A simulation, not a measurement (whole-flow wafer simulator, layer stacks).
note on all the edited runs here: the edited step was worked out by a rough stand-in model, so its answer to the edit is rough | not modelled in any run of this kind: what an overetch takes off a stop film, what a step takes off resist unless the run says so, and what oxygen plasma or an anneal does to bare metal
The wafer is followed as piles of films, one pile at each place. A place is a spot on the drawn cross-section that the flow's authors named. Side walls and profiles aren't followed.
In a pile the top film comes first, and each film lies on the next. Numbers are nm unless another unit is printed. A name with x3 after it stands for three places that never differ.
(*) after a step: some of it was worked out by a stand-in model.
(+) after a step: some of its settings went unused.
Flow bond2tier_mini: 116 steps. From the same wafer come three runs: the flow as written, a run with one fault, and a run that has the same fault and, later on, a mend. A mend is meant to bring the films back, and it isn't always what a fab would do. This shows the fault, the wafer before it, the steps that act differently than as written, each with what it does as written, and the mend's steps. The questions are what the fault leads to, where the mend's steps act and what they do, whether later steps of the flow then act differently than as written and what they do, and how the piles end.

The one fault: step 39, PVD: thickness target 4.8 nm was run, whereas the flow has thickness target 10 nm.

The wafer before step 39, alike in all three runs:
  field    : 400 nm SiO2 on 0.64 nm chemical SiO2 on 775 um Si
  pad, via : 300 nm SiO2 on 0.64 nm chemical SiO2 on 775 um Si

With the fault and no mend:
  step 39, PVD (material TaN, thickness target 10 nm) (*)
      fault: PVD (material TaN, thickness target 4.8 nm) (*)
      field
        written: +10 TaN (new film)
        fault: +4.8 TaN (new film)
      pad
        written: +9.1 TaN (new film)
        fault: +4.37 TaN (new film)
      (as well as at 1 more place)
  Later steps of the flow acting differently than as written (1 more step, not shown, differs only slightly: by at most 2% or 0.5 nm, whichever is larger):
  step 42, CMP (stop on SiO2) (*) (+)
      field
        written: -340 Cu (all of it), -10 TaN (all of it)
        fault: -340 Cu (all of it), -4.8 TaN (all of it)
  By the end, the piles at pad depart from the flow's by more than 2% or 0.5 nm, whichever is larger.
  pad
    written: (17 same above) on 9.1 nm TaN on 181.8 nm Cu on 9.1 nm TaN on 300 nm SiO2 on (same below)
    fault: (17 same above) on 9.1 nm TaN on 186.5 nm Cu on 4.37 nm TaN on 300 nm SiO2 on (same below)

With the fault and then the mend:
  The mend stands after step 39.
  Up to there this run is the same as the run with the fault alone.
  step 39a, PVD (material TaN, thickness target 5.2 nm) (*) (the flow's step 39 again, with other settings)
      field
        +5.2 TaN
      pad
        +4.73 TaN
      via
        +5.19 TaN
  Every later step of the flow that is run acts as written at every place that is followed.
  The piles end the same as the flow's at every place that both follow.
